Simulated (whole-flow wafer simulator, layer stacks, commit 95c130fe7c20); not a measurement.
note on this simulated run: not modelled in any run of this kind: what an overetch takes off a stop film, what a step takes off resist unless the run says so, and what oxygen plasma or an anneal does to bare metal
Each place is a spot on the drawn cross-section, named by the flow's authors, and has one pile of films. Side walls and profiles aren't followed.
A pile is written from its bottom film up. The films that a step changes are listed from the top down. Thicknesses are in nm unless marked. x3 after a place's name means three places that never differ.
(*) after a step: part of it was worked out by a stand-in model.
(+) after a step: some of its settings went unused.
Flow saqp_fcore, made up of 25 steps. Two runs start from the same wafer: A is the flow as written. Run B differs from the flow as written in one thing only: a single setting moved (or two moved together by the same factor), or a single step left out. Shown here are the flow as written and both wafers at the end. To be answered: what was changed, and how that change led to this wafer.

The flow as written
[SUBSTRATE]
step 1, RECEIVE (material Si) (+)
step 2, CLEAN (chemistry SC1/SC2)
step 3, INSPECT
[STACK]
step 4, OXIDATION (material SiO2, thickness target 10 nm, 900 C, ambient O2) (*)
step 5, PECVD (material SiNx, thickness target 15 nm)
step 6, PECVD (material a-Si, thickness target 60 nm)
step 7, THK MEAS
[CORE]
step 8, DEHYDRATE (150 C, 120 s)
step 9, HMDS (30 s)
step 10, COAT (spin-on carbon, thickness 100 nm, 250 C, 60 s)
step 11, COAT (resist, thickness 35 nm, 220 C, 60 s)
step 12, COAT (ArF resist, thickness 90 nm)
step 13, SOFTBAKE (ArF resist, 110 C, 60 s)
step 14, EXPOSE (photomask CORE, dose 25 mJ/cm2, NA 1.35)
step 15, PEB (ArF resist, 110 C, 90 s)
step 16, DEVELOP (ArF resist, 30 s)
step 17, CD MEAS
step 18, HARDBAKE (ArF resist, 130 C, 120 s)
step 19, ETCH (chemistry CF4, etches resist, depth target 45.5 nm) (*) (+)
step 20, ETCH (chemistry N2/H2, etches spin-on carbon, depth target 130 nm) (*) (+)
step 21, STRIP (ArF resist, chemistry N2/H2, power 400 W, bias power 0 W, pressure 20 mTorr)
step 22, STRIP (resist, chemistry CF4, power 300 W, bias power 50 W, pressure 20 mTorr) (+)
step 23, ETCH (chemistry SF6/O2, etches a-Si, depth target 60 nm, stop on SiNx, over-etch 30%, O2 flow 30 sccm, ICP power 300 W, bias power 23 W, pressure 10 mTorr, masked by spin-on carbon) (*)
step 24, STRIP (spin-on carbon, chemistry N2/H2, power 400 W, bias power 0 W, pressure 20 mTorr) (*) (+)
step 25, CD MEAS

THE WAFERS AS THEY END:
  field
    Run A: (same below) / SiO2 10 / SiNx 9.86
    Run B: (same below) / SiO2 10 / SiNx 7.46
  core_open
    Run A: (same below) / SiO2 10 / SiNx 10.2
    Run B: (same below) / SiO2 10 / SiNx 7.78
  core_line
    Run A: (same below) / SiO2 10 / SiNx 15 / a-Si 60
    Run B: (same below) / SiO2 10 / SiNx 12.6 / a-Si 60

Cause: step 5, PECVD: thickness target 12.6 nm was run, whereas the flow has thickness target 15 nm.
The wafer itself shows it: core_line has SiNx 12.6, and step 5 as written asks for 15 nm.

How this came from the change, step by step:
  step 5, PECVD (material SiNx, thickness target 15 nm)
      field, core_open, core_line: A +15 SiNx (new film) | B +12.6 SiNx (new film)
